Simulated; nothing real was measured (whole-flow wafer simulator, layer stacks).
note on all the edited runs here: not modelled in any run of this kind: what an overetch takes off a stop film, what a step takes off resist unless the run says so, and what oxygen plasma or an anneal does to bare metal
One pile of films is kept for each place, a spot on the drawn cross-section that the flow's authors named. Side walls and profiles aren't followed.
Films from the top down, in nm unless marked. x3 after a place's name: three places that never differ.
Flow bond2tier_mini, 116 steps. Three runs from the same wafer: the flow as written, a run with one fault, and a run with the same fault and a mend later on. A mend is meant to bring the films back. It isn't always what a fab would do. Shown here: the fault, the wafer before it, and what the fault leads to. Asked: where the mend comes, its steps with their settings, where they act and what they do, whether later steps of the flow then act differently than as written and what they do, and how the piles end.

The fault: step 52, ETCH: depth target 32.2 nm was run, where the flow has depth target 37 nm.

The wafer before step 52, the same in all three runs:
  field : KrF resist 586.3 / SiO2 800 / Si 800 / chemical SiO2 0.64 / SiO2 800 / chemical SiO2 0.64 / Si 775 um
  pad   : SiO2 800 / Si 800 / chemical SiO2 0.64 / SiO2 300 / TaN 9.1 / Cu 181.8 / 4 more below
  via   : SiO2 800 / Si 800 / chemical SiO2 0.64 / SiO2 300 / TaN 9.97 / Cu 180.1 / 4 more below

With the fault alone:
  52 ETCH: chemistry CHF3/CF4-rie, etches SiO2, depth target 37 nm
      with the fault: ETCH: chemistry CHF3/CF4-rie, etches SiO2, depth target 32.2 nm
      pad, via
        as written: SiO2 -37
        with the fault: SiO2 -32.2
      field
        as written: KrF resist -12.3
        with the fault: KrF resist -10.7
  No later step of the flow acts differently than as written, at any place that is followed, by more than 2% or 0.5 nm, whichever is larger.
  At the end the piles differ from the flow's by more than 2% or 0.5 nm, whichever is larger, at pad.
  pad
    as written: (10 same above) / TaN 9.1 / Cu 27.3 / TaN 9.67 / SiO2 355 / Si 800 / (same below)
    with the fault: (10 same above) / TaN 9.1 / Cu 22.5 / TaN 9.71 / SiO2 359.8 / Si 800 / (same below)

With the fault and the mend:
  The mend comes after step 52.
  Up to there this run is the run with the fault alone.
  52a ETCH: chemistry CHF3/CF4-rie, etches SiO2, depth target 4.8 nm (the flow's step 52 once more, with other settings)
      pad, via
        SiO2 -4.8
      field
        KrF resist -1.6
  No later step of the flow acts differently than as written at any place that is followed.
  At the end the piles are the same as the flow's at every place that both follow.
